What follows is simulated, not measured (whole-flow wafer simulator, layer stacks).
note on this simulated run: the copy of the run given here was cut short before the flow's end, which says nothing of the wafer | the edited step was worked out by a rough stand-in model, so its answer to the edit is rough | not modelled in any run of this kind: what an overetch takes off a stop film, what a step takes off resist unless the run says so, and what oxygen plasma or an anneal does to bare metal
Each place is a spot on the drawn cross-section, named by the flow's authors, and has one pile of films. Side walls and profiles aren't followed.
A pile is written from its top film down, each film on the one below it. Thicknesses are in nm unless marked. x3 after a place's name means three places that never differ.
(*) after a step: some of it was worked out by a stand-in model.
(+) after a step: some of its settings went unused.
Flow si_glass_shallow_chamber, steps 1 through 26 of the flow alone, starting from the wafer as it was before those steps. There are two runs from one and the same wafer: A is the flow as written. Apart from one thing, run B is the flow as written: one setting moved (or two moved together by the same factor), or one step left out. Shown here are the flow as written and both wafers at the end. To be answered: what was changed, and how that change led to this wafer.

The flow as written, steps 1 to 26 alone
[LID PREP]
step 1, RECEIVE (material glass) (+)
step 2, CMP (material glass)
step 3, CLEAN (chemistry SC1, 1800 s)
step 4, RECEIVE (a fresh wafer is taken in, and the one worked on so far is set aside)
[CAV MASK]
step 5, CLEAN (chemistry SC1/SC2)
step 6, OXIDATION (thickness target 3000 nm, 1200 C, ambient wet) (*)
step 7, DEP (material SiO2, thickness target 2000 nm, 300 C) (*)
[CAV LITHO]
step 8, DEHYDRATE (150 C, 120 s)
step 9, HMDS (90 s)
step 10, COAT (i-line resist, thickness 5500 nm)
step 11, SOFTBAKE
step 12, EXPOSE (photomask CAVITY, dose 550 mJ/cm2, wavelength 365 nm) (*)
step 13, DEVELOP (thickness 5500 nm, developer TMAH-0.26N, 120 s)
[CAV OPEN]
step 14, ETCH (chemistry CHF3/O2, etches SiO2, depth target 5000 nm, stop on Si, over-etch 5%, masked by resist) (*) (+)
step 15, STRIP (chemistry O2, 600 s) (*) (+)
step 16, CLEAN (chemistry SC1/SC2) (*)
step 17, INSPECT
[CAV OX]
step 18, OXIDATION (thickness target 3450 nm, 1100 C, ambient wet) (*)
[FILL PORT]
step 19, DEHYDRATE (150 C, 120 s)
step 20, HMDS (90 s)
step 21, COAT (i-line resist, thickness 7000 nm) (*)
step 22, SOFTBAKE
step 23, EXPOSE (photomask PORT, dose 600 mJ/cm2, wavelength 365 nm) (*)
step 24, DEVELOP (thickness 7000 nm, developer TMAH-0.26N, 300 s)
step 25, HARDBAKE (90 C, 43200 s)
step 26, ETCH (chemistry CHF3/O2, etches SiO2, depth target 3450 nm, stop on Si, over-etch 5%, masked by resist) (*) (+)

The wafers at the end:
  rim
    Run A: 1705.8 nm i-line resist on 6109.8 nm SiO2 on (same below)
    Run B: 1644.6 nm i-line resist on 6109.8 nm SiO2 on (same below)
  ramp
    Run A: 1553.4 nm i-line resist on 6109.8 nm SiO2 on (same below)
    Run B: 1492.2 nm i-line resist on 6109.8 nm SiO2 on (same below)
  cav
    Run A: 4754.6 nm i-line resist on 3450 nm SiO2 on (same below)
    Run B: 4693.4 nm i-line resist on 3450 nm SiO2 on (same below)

The reason: step 26, ETCH: over-etch 7.13% was run, whereas the flow has over-etch 5%.

How this came from the change, step by step:
  step 26, ETCH (chemistry CHF3/O2, etches SiO2, depth target 3450 nm, stop on Si, over-etch 5%, masked by resist) (*) (+)
      port: A -3450 SiO2 (all of it), -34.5 Si | B -3450 SiO2 (all of it), -49.2 Si
